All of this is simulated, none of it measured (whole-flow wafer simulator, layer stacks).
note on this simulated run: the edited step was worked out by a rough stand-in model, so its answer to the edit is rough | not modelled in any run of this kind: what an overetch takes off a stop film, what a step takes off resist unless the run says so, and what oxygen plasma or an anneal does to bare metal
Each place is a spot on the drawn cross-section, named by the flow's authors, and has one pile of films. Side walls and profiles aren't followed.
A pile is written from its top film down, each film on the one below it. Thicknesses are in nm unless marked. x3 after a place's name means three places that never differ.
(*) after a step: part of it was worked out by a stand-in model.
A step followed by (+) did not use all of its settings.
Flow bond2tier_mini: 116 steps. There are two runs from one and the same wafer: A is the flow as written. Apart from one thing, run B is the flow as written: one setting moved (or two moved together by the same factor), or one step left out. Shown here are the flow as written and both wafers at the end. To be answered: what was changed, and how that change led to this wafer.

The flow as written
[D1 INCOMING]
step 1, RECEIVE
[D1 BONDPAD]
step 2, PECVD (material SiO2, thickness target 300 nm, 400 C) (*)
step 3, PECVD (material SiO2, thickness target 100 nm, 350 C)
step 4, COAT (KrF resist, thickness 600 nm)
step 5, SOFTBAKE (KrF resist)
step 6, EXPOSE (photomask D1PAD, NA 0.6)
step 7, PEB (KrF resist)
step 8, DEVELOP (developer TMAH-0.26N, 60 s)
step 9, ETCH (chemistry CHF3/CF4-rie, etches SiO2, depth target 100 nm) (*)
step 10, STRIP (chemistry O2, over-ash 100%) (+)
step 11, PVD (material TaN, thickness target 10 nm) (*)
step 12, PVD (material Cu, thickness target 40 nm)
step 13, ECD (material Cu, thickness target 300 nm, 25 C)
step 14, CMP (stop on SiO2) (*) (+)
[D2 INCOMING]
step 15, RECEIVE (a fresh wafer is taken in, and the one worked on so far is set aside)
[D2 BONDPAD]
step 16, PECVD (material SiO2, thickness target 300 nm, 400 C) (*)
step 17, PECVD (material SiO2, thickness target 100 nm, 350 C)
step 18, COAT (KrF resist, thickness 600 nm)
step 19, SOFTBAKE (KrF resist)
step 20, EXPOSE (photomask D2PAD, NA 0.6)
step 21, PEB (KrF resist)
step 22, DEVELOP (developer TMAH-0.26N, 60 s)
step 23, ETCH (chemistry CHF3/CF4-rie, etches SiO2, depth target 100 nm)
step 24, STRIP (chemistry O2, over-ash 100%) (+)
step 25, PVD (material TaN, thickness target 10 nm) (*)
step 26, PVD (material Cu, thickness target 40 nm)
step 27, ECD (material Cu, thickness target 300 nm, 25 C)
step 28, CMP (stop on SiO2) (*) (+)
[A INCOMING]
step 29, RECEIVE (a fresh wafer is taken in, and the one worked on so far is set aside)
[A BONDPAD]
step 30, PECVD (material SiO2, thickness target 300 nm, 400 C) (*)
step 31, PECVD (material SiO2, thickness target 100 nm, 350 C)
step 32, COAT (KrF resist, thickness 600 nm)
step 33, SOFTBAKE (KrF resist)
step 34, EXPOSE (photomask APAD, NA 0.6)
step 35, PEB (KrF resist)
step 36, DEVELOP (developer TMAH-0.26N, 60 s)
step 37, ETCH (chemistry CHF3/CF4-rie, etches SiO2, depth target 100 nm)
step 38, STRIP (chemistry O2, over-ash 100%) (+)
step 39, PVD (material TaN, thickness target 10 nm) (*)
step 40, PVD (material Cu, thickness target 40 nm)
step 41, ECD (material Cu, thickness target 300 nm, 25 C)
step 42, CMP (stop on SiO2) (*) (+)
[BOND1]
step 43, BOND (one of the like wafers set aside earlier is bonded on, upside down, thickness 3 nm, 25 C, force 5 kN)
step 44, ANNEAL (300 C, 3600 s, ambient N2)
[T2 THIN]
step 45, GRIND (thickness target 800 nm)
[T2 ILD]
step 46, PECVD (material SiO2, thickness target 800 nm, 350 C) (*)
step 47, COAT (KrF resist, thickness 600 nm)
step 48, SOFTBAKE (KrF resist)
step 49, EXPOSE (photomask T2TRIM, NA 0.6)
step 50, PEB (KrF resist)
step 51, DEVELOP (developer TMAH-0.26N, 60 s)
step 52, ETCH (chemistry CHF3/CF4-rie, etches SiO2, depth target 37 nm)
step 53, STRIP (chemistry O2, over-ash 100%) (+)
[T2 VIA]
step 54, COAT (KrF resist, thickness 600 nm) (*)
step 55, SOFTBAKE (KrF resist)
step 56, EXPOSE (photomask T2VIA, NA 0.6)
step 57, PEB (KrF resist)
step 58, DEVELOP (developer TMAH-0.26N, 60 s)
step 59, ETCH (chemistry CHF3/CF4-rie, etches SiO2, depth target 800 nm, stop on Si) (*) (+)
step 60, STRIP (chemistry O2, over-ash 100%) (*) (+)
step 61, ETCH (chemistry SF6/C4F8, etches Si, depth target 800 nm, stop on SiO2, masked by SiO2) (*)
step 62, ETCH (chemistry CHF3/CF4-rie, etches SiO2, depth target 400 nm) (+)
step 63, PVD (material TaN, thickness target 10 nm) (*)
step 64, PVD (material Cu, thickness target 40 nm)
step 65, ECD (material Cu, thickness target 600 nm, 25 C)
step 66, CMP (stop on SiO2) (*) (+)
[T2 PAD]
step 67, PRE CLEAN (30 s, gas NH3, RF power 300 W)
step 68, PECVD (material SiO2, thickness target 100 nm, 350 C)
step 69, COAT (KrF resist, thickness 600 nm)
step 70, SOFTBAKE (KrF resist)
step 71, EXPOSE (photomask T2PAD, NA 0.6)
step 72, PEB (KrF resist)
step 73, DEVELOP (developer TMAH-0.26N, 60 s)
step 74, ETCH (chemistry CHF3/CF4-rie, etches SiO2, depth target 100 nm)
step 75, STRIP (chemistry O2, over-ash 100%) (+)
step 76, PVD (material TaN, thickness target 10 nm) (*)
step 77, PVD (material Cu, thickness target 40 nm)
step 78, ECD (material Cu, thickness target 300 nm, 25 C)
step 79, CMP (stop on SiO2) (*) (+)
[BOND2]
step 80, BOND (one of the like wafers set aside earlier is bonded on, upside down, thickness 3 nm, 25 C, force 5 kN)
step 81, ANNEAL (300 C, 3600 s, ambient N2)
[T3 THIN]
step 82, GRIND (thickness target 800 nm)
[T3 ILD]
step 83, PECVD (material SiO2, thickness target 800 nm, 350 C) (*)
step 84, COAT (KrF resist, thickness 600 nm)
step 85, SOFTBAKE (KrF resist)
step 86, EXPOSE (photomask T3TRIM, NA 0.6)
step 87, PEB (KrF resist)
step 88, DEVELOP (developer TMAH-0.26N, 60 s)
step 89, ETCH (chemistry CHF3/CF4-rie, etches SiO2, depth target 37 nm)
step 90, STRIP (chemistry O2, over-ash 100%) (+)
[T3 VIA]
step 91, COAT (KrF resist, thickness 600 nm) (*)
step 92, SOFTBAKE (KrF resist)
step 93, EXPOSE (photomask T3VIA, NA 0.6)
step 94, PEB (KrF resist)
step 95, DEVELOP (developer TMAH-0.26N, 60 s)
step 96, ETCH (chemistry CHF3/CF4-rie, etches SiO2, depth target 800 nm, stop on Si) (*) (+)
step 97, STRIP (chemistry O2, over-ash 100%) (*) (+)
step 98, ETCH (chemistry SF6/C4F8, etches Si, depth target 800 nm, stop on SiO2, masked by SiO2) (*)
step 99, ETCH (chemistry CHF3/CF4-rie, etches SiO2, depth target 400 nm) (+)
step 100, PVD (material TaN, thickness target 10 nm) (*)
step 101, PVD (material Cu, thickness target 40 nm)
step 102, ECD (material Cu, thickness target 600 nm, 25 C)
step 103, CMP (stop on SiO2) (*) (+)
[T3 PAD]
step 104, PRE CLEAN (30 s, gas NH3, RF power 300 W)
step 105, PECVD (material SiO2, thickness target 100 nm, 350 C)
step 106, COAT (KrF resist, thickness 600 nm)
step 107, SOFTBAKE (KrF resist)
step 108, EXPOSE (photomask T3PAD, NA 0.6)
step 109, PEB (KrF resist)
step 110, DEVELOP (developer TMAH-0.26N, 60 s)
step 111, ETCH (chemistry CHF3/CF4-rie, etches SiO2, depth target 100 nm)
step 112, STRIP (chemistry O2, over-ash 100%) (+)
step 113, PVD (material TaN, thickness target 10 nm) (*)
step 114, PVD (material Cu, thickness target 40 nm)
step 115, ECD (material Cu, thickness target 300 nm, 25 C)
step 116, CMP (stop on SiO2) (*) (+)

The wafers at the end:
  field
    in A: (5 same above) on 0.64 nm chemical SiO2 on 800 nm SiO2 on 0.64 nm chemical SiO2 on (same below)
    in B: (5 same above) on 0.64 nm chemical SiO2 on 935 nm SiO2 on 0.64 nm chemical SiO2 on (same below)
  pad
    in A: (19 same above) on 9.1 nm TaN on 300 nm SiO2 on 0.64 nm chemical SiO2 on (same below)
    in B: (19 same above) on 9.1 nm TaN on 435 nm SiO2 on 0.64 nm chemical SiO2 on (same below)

Cause: step 30, PECVD: thickness target 435 nm was run, while the flow as written has thickness target 300 nm.
One can read it off the wafer: pad has SiO2 435, and step 30 as written asks for 300 nm.

Step by step, how the change led to this:
  step 30, PECVD (material SiO2, thickness target 300 nm, 400 C) (*)
      field, pad, via: A SiO2 gains 300 (new film) | B SiO2 gains 435 (new film)
